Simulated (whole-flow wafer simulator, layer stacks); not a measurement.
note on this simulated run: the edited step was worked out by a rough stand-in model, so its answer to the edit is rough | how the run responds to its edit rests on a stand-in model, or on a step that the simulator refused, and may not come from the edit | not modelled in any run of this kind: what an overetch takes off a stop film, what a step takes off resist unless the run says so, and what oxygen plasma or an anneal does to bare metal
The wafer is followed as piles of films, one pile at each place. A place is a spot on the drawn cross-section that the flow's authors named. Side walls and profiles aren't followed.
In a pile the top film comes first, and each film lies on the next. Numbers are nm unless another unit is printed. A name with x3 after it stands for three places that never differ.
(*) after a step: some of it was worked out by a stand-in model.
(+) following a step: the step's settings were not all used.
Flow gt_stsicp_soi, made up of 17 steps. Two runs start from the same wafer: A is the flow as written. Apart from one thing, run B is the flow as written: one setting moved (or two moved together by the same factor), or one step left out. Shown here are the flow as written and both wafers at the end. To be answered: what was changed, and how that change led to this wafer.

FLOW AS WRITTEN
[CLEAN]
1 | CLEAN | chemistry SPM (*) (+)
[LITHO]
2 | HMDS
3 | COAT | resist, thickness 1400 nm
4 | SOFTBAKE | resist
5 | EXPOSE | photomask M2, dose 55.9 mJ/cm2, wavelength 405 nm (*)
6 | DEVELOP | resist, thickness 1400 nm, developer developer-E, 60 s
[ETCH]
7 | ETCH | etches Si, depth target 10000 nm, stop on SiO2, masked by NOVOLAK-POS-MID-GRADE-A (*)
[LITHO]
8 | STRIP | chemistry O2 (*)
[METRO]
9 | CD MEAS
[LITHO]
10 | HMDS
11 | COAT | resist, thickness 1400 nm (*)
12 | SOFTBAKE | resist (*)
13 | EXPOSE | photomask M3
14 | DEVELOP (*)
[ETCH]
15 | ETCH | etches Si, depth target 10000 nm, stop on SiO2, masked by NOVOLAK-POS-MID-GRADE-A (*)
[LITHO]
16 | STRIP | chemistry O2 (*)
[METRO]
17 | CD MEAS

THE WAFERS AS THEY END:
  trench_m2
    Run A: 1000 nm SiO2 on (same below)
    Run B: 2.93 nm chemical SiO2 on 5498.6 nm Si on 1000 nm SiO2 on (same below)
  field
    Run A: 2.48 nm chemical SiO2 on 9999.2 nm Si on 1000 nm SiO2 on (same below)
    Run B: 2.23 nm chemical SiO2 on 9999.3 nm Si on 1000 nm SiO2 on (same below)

The reason: step 7, ETCH: depth target 4500 nm was run, while the flow as written has depth target 10000 nm.

How this came from the change, step by step:
  7 | ETCH | etches Si, depth target 10000 nm, stop on SiO2, masked by NOVOLAK-POS-MID-GRADE-A (*)
      trench_m2: A chemical SiO2 loses 0.8 (all of it), Si loses 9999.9 (all of it) | B chemical SiO2 loses 0.8 (all of it), Si loses 4500
      field, trench_m3: A resist loses 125 | B resist loses 56.2
  8 | STRIP | chemistry O2 (*)
      trench_m2: A nothing | B chemical SiO2 gains 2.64 (new film), Si loses 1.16
      field, trench_m3: A resist loses 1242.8 (all of it), chemical SiO2 gains 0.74, Si loses 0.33 | B resist loses 1311.6 (all of it), chemical SiO2 gains 0.75, Si loses 0.33
  11 | COAT | resist, thickness 1400 nm (*)
      field: A resist gains 1332.8 (new film) | B resist gains 1369.5 (new film)
      trench_m2: A resist gains 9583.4 (new film) | B resist gains 5152.2 (new film)
      (also at 1 further place)
  12 | SOFTBAKE | resist (*)
      trench_m2: A nothing | B resist gains 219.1
      trench_m3: A nothing | B resist gains 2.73
  14 | DEVELOP (*)
      trench_m3: A resist loses 1311.7 (all of it) | B resist loses 1362.7 (all of it)
  16 | STRIP | chemistry O2 (*)
      trench_m2: A resist loses 9458.4 (all of it) | B resist loses 5246.3 (all of it), chemical SiO2 gains 0.28, Si loses 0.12
      field: A resist loses 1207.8 (all of it), chemical SiO2 gains 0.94, Si loses 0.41 | B resist loses 1244.9 (all of it), chemical SiO2 gains 0.68, Si loses 0.3
